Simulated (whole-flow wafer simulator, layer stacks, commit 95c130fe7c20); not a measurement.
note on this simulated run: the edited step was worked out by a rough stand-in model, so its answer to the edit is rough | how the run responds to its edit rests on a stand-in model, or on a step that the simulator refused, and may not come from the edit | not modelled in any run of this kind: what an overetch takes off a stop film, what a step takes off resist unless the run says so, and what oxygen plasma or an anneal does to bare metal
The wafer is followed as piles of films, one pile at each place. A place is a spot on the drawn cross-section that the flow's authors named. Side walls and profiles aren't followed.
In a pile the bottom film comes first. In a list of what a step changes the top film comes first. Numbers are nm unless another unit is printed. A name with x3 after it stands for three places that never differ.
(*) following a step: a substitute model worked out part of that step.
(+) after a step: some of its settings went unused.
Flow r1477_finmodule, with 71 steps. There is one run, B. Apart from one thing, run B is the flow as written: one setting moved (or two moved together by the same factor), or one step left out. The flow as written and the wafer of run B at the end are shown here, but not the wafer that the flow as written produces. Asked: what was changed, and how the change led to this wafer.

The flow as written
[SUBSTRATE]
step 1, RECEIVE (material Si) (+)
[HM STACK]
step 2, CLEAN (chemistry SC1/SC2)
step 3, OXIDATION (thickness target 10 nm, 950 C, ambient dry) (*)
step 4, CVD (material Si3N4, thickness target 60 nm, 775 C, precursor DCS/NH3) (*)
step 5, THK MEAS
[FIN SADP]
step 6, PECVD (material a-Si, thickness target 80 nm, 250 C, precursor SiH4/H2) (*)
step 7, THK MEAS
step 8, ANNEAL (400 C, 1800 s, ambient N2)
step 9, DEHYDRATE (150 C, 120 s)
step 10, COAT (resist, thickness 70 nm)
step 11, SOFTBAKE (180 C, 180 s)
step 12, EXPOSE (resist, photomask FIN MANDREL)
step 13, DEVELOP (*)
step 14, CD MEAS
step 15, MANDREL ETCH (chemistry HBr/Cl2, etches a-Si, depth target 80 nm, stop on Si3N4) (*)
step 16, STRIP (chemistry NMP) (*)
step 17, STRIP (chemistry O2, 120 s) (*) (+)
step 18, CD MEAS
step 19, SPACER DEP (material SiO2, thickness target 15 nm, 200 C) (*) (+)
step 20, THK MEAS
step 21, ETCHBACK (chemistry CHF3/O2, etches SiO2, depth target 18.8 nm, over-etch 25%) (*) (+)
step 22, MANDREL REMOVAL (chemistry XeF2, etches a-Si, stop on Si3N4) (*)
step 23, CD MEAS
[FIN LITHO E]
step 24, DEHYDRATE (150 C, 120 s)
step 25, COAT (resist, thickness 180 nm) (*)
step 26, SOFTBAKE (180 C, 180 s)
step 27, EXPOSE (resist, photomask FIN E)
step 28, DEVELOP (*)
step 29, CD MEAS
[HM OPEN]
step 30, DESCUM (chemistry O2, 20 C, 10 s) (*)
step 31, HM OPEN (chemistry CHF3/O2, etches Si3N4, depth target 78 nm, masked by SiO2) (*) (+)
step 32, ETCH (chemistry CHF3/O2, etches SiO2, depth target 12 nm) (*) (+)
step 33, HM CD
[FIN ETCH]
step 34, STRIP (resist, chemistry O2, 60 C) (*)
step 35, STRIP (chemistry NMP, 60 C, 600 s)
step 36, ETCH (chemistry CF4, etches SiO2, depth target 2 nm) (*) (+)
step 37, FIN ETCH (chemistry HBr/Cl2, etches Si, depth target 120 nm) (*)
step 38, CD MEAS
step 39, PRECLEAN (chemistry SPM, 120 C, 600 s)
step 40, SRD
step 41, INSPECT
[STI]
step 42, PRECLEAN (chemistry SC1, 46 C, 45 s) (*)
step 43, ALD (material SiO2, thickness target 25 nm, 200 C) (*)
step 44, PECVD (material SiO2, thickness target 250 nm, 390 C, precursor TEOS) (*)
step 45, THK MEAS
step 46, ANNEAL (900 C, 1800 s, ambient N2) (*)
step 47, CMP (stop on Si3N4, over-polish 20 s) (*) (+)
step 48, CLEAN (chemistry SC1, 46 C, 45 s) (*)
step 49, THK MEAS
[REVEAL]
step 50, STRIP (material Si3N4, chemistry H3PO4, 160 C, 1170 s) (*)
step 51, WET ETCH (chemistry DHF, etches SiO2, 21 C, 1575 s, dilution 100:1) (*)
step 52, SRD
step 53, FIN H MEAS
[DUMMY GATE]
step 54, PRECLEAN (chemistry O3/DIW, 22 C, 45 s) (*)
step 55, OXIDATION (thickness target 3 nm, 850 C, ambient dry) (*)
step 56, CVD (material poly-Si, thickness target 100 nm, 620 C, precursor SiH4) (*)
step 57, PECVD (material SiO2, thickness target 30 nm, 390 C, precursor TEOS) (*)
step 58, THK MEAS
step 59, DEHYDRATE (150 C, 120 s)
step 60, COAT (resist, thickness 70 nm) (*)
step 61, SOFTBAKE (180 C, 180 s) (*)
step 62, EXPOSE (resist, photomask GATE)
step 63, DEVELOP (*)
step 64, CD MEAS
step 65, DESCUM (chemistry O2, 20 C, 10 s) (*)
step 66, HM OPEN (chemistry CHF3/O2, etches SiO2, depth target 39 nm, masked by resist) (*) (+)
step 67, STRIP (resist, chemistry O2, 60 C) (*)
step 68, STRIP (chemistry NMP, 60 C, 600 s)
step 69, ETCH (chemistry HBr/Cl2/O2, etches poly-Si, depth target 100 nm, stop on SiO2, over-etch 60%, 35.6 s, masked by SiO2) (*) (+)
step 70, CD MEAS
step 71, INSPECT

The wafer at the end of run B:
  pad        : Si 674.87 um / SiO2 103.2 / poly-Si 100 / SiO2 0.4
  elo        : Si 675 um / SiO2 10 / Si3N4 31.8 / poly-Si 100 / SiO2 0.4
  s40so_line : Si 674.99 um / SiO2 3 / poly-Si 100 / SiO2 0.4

The reason: step 57, PECVD: thickness target 44.7 nm was run, whereas the flow has thickness target 30 nm.

Step by step, how the change led to this:
  step 57, PECVD (material SiO2, thickness target 30 nm, 390 C, precursor TEOS) (*)
      pad, padg, elg and 33 more: SiO2 gains 44.7 (new film) (it would be, as written: SiO2 gains 30 (new film))
  step 66, HM OPEN (chemistry CHF3/O2, etches SiO2, depth target 39 nm, masked by resist) (*) (+)
      pad, elo, eso and 15 more: SiO2 loses 39 (it would be, as written: SiO2 loses 30 (all of it), poly-Si loses 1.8)
  step 67, STRIP (resist, chemistry O2, 60 C) (*)
      pad, elo, eso and 15 more: nothing (it would be, as written: chemical SiO2 gains 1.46 (new film), poly-Si loses 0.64)
  step 69, ETCH (chemistry HBr/Cl2/O2, etches poly-Si, depth target 100 nm, stop on SiO2, over-etch 60%, 35.6 s, masked by SiO2) (*) (+)
      pad, eso, e40so and 8 more: SiO2 loses 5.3 (it would be, as written: chemical SiO2 loses 1.46 (all of it), poly-Si loses 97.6 (all of it), SiO2 loses 0.42)
      elo, e40lo, e100lo, e200lo: SiO2 loses 5.3 (it would be, as written: chemical SiO2 loses 1.46 (all of it), poly-Si loses 97.6 (all of it), Si3N4 loses 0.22)
      (as well as at 3 more places)
